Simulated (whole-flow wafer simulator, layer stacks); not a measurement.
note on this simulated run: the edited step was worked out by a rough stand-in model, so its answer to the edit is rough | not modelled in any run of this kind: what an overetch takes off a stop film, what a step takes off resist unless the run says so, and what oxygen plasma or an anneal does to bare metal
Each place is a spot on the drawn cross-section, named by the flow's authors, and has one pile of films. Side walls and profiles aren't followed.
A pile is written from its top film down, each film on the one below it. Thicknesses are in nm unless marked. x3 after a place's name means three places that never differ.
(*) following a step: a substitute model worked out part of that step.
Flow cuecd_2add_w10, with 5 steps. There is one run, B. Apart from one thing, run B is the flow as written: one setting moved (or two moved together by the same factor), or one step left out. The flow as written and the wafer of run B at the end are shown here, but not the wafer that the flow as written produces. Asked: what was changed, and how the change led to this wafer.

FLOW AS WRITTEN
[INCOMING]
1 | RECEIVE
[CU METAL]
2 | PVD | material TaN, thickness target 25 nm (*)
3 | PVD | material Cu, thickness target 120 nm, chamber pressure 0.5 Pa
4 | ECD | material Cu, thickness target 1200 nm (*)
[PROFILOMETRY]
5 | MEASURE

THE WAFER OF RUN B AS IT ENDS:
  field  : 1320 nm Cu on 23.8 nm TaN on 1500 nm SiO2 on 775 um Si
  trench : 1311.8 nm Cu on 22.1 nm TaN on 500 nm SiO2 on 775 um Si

What caused this: step 2, PVD: thickness target 23.8 nm was run, though the flow has thickness target 25 nm.
One can read it off the wafer: field has TaN 23.8, and step 2 as written asks for 25 nm.

How this came from the change, step by step:
  2 | PVD | material TaN, thickness target 25 nm (*)
      field: +23.8 TaN (new film) (in the flow as written it would be: +25 TaN (new film))
      trench: +22.1 TaN (new film) (in the flow as written it would be: +23.2 TaN (new film))
